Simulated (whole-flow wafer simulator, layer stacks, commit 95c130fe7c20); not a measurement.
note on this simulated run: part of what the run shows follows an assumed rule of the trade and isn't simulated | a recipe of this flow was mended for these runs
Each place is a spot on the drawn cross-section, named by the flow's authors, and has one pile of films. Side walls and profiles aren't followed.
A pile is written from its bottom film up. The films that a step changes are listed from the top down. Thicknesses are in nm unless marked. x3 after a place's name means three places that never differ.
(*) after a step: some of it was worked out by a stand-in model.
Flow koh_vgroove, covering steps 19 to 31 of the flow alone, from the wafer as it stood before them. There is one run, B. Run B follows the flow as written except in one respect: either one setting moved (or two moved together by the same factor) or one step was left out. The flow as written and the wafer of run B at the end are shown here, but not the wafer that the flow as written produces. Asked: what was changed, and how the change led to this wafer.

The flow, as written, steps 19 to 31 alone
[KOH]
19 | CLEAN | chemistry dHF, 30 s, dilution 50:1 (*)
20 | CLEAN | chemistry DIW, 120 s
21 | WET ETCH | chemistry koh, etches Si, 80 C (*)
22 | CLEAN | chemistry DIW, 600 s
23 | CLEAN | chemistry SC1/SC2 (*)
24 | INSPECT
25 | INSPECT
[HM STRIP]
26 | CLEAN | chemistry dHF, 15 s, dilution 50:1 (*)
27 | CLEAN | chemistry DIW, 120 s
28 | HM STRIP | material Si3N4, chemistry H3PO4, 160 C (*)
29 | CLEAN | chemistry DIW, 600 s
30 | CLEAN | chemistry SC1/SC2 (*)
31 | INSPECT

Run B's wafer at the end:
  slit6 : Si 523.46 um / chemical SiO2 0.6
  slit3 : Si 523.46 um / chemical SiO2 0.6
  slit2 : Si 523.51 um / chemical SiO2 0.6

Cause: step 21, WET ETCH: 64 C was run, while the flow as written has 80 C.

Step by step, how the change led to this:
  21 | WET ETCH | chemistry koh, etches Si, 80 C (*)
      slit6, slit20: Si loses 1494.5 (in the flow as written it would be: Si loses 3727.8)
      slit3: Si loses 1494.5 (in the flow as written it would be: Si loses 2222.2)
      (and at 1 other place as well)
